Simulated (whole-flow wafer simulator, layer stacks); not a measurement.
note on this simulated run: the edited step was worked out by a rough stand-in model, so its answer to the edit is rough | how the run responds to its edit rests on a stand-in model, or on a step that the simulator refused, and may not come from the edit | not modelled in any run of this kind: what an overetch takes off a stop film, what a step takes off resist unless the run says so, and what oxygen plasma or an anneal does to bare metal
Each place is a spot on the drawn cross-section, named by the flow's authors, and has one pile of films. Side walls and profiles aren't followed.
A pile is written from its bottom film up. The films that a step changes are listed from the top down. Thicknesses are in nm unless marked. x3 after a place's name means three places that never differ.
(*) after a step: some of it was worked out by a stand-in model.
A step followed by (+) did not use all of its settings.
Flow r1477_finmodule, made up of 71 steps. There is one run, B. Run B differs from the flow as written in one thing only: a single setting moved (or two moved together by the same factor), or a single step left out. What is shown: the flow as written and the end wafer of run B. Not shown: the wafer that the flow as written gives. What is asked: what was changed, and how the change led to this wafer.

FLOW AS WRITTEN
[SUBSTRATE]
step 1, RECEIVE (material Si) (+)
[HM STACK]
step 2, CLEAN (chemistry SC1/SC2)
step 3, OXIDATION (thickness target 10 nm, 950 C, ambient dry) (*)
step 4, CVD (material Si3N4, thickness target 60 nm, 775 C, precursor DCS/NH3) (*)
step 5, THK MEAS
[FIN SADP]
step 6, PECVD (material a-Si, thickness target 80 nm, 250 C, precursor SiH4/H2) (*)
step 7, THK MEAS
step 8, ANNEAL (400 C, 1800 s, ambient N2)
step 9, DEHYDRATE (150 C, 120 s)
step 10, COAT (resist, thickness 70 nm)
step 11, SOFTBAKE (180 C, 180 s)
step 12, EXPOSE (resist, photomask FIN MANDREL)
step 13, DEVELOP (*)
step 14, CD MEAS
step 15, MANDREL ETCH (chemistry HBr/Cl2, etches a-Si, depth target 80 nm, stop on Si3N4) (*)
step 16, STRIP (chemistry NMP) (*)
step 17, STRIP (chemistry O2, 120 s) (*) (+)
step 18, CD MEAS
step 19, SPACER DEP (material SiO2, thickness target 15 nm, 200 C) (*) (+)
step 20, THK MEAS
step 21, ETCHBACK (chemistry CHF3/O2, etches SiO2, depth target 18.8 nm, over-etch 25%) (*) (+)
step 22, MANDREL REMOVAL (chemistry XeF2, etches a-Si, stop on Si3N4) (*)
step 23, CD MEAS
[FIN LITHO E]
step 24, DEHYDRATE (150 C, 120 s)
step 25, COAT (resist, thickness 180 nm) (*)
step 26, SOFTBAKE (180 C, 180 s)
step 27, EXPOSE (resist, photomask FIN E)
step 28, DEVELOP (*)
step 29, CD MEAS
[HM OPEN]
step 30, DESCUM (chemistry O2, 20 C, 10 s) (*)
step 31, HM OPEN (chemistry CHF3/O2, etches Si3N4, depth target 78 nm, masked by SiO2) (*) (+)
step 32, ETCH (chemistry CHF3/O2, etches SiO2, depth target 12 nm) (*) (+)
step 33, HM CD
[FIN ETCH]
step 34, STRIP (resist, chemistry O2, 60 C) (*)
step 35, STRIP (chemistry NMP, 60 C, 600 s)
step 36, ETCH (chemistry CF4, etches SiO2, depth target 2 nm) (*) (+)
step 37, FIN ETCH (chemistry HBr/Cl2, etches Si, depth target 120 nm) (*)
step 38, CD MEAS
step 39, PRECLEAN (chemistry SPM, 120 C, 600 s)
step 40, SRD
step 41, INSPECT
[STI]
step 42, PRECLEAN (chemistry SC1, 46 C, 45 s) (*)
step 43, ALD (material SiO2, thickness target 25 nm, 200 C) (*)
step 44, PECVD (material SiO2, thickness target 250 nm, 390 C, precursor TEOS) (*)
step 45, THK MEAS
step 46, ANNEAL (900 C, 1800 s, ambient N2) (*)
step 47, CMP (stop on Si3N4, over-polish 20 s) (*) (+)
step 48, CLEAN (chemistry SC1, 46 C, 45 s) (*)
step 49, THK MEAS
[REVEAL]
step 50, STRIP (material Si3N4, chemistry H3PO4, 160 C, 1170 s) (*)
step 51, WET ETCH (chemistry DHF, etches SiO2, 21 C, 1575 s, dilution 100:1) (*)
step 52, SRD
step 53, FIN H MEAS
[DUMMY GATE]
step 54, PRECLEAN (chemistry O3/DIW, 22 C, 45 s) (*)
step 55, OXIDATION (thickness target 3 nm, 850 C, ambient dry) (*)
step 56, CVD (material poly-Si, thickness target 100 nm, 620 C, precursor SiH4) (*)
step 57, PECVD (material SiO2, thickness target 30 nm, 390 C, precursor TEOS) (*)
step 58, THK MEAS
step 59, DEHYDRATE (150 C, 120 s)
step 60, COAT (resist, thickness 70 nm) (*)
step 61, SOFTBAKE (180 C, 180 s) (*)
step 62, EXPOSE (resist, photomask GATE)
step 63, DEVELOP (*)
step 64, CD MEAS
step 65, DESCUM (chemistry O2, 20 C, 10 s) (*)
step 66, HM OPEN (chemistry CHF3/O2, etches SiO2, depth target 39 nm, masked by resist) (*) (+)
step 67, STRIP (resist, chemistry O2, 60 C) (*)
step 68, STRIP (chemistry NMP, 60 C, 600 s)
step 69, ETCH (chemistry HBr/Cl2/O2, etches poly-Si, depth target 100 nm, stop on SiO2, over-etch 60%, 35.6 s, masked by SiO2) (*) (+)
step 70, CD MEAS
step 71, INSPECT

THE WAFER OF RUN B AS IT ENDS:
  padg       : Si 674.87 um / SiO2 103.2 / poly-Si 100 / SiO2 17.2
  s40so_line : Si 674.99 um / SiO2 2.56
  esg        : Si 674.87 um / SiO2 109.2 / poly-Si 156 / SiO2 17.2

What caused this: step 57, PECVD: thickness target 22.5 nm was run, while the flow as written has thickness target 30 nm.

Step by step, how the change led to this:
  step 57, PECVD (material SiO2, thickness target 30 nm, 390 C, precursor TEOS) (*)
      pad, padg, elg and 33 more: SiO2 gains 22.5 (new film) (as written it would have been: SiO2 gains 30 (new film))
  step 66, HM OPEN (chemistry CHF3/O2, etches SiO2, depth target 39 nm, masked by resist) (*) (+)
      pad, elo, eso and 15 more: SiO2 loses 22.5 (all of it), poly-Si loses 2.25 (as written it would have been: SiO2 loses 30 (all of it), poly-Si loses 1.8)
      padg, elg, esg and 15 more: resist loses 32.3 (as written it would have been: resist loses 37.4)
  step 67, STRIP (resist, chemistry O2, 60 C) (*)
      padg, elg, esg: resist loses 20.9 (all of it) (as written it would have been: resist loses 15.9 (all of it))
      e40lg, e100lg, e200lg: resist loses 17.8 (all of it) (as written it would have been: resist loses 12.8 (all of it))
      (also at 12 further places)
